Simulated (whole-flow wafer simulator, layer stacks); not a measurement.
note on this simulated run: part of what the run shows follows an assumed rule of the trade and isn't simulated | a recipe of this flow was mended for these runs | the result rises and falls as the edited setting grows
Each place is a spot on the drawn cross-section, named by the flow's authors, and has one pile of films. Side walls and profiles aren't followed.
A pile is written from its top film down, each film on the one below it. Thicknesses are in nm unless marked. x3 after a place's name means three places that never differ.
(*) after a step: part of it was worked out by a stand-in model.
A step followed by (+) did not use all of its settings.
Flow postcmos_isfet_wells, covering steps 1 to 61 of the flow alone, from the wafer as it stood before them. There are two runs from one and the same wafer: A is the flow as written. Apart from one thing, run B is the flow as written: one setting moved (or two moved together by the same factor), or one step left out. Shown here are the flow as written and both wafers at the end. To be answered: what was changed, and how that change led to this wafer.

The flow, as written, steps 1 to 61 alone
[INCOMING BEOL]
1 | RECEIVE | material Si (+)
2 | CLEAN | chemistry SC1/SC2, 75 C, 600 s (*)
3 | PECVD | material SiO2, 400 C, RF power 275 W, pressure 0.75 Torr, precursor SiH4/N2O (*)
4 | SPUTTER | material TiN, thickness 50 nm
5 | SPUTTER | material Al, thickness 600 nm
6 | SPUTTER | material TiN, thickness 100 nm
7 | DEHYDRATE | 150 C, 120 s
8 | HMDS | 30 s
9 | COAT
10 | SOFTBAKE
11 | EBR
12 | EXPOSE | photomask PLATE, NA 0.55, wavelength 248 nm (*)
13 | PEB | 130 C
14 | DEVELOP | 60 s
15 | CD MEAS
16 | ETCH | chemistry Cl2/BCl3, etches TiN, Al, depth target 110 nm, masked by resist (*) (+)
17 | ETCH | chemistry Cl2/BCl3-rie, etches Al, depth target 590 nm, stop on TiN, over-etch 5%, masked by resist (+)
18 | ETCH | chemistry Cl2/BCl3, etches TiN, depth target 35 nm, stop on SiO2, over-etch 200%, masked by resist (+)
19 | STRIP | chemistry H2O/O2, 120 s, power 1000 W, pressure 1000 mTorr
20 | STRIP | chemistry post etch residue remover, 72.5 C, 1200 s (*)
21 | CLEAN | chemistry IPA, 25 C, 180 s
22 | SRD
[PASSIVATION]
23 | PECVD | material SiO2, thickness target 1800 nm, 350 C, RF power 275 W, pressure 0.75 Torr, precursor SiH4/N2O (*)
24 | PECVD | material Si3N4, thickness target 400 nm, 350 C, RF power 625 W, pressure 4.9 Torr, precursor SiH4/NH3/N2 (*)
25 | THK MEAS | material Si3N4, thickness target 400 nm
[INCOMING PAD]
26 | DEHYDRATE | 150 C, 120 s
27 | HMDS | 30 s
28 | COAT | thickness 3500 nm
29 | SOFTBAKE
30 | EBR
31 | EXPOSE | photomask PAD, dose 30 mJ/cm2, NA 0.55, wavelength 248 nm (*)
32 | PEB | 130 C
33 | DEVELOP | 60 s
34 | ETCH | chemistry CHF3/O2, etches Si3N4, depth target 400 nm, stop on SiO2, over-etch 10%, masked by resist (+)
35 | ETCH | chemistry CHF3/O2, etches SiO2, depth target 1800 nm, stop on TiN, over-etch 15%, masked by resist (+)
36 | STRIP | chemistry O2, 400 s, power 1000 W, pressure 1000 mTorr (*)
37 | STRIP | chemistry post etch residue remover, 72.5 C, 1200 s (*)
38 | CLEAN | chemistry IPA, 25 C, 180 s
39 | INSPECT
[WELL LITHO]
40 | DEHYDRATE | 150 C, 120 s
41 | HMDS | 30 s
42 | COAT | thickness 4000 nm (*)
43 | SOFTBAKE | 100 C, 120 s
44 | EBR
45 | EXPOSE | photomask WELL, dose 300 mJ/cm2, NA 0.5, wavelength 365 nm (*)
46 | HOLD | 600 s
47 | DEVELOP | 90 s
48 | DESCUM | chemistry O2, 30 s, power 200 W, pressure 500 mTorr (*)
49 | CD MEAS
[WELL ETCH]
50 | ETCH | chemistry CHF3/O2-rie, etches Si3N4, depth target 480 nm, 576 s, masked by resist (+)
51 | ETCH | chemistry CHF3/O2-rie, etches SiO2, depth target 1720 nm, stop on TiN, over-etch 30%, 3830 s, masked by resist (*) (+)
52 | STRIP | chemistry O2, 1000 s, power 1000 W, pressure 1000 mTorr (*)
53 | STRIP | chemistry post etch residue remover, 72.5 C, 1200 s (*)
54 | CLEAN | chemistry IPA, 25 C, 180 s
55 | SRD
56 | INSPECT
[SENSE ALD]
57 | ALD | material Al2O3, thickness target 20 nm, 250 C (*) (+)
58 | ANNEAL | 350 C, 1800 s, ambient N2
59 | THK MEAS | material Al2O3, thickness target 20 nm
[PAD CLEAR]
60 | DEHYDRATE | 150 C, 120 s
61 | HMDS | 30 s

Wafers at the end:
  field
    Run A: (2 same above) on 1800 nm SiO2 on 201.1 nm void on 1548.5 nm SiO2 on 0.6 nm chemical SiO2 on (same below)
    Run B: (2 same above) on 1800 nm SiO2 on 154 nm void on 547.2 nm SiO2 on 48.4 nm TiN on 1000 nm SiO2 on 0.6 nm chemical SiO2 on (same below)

What caused this: step 17, ETCH: depth target 463 nm was run, whereas the flow has depth target 590 nm.

Step by step, how the change led to this:
  17 | ETCH | chemistry Cl2/BCl3-rie, etches Al, depth target 590 nm, stop on TiN, over-etch 5%, masked by resist (+)
      field: A -590 Al (all of it), -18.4 TiN | B -486.1 Al
      margin x2, well900 x4, pad_clr, pad_open: A -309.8 thick-KrF-resist | B -243.1 thick-KrF-resist
  18 | ETCH | chemistry Cl2/BCl3, etches TiN, depth target 35 nm, stop on SiO2, over-etch 200%, masked by resist (+)
      field: A -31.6 TiN (all of it), -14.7 SiO2 | B -103.8 Al (all of it), -1.15 TiN
      margin x2, well900 x4, pad_clr, pad_open: A -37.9 thick-KrF-resist | B -42 thick-KrF-resist
  19 | STRIP | chemistry H2O/O2, 120 s, power 1000 W, pressure 1000 mTorr
      margin x2, well900 x4, pad_clr, pad_open: A -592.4 thick-KrF-resist (all of it) | B -654.9 thick-KrF-resist (all of it)
  23 | PECVD | material SiO2, thickness target 1800 nm, 350 C, RF power 275 W, pressure 0.75 Torr, precursor SiH4/N2O (*)
      field: A +1800 SiO2 (new film), +201.1 void (new film), +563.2 SiO2 | B +1800 SiO2 (new film), +154 void (new film), +547.2 SiO2 (new film)
If metal films that touch count as one body, field has 1 body; the flow as written gives 0 bodies.
